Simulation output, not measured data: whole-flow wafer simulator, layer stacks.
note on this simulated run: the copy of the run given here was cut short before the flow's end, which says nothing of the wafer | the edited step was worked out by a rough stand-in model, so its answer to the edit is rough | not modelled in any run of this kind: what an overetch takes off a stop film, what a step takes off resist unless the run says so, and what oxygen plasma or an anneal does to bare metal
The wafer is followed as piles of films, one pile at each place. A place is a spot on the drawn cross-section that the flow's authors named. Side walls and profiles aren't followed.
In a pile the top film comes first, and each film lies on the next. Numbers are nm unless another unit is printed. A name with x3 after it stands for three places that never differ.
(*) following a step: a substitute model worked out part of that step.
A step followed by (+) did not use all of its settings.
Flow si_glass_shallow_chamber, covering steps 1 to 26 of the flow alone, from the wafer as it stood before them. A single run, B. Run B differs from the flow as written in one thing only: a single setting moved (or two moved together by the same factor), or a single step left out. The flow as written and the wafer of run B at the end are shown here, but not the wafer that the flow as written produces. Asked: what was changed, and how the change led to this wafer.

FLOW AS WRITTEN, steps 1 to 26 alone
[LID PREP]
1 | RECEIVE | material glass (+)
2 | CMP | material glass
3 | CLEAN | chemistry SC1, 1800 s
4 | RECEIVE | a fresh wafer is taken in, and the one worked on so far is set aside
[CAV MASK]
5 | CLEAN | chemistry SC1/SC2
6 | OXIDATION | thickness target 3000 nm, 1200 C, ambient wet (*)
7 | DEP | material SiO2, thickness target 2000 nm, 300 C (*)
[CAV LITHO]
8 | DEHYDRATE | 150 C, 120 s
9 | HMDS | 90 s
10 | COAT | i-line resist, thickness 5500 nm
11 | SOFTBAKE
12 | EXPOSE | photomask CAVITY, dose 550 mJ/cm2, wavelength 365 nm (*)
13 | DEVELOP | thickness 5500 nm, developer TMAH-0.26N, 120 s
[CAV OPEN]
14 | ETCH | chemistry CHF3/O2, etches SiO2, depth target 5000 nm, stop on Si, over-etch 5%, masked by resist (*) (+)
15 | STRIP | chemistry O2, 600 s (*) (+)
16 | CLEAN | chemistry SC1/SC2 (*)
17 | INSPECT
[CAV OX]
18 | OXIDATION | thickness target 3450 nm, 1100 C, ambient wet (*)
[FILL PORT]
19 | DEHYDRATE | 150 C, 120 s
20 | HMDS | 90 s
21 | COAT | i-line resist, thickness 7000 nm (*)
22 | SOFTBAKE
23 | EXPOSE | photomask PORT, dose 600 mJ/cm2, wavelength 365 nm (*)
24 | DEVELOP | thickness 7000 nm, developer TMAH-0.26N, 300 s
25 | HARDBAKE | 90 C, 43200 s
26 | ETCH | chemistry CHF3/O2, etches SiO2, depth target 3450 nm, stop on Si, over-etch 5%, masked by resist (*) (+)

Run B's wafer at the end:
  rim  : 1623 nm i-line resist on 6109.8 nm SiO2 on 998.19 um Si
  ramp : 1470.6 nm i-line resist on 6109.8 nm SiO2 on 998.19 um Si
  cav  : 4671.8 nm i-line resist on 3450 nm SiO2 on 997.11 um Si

Cause: step 26, ETCH: over-etch 7.88% was run, whereas the flow has over-etch 5%.

The path from the change to this, step by step:
  26 | ETCH | chemistry CHF3/O2, etches SiO2, depth target 3450 nm, stop on Si, over-etch 5%, masked by resist (*) (+)
      rim, ramp, cav: i-line resist loses 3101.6 (as written it would have been: i-line resist loses 3018.8)
      port: SiO2 loses 3450 (all of it), Si loses 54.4 (as written it would have been: SiO2 loses 3450 (all of it), Si loses 34.5)
      (and at 2 other places as well)
